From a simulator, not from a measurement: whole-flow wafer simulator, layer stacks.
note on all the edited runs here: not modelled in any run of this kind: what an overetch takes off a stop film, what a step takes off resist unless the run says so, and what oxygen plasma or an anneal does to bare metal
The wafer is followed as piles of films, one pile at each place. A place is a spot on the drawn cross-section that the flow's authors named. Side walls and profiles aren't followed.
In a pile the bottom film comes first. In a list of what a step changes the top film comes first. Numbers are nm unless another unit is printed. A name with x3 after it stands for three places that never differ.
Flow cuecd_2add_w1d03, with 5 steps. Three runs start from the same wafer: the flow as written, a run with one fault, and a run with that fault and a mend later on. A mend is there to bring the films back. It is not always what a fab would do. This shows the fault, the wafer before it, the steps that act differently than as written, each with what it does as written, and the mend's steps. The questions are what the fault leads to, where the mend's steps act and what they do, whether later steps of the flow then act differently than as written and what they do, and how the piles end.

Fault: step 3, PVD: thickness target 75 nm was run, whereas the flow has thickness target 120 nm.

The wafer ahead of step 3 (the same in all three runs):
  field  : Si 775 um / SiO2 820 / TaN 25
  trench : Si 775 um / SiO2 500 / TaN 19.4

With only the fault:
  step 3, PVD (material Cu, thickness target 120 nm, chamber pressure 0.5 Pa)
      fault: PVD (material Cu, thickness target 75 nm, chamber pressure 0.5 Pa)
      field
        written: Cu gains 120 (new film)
        fault: Cu gains 75 (new film)
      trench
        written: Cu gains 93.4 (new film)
        fault: Cu gains 58.5 (new film)
  Every later step of the flow that is run acts as written, at every place that is followed, to within 2% or 0.5 nm, whichever is larger.
  By the end, the piles at field, trench depart from the flow's by more than 2% or 0.5 nm, whichever is larger.
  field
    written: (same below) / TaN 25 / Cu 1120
    fault: (same below) / TaN 25 / Cu 1075
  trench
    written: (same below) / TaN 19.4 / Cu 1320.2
    fault: (same below) / TaN 19.4 / Cu 1272.7

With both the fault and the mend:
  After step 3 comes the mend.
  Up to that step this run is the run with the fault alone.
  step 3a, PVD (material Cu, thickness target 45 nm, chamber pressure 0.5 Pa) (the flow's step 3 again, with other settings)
      field
        Cu gains 45
      trench
        Cu gains 34
  Every later step of the flow that is run acts as written, at every place that is followed, to within 2% or 0.5 nm, whichever is larger.
  When the end is reached, the piles differ only a little from the flow's at the places that both follow, at most by 2% or 0.5 nm, whichever is larger.
